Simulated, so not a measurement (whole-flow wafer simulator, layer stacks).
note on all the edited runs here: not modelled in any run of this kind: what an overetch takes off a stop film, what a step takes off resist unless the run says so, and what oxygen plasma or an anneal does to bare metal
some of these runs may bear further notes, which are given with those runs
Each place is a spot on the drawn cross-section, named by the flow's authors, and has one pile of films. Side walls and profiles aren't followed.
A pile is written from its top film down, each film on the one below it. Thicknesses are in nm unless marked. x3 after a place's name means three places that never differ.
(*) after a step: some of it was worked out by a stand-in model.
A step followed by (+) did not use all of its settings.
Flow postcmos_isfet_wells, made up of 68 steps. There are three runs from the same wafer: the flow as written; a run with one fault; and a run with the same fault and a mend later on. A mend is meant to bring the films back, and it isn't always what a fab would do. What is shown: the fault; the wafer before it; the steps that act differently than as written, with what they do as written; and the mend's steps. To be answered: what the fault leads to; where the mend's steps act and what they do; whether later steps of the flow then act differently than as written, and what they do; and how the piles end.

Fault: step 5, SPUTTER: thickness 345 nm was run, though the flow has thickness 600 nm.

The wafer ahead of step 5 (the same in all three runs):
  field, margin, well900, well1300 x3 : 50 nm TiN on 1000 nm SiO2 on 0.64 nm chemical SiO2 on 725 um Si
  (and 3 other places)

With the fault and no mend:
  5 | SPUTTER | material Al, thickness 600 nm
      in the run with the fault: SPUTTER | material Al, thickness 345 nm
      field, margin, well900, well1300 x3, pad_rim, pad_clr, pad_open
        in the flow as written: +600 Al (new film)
        in the run with the fault: +345 Al (new film)
  Later steps of the flow acting differently than as written:
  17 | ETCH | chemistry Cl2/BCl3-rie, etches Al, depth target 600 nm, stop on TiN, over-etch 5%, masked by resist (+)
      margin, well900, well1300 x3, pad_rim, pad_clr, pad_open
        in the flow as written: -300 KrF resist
        in the run with the fault: -181.1 KrF resist
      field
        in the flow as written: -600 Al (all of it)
        in the run with the fault: -345 Al (all of it)
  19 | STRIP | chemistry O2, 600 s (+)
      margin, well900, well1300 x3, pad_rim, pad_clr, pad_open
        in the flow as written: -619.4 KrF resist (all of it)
        in the run with the fault: -738.2 KrF resist (all of it)
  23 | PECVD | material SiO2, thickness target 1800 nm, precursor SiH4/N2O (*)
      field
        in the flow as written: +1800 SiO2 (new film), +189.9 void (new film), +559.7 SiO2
        in the run with the fault: +2294.6 SiO2
  At field, margin, well900, well1300 x3, pad_rim, pad_clr, pad_open, the piles at the end differ from the flow's by more than 2% or 0.5 nm, whichever is larger.
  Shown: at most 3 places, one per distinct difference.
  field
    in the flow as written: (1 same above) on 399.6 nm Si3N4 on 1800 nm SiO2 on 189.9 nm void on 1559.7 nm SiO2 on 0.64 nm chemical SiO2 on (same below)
    in the run with the fault: (1 same above) on 399.6 nm Si3N4 on 3294.6 nm SiO2 on 0.64 nm chemical SiO2 on (same below)
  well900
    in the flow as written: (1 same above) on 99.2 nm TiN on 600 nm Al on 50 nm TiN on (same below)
    in the run with the fault: (1 same above) on 99.2 nm TiN on 345 nm Al on 50 nm TiN on (same below)
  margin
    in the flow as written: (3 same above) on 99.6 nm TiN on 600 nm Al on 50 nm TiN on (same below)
    in the run with the fault: (3 same above) on 99.6 nm TiN on 345 nm Al on 50 nm TiN on (same below)

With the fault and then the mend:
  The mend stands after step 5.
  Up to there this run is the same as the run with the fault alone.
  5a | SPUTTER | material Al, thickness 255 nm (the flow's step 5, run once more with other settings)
      field, margin, well900, well1300 x3, pad_rim, pad_clr, pad_open
        +255 Al
  None of the later steps of the flow acts differently than as written at any place that is followed.
  At every place that both follow, the piles at the end match the flow's.
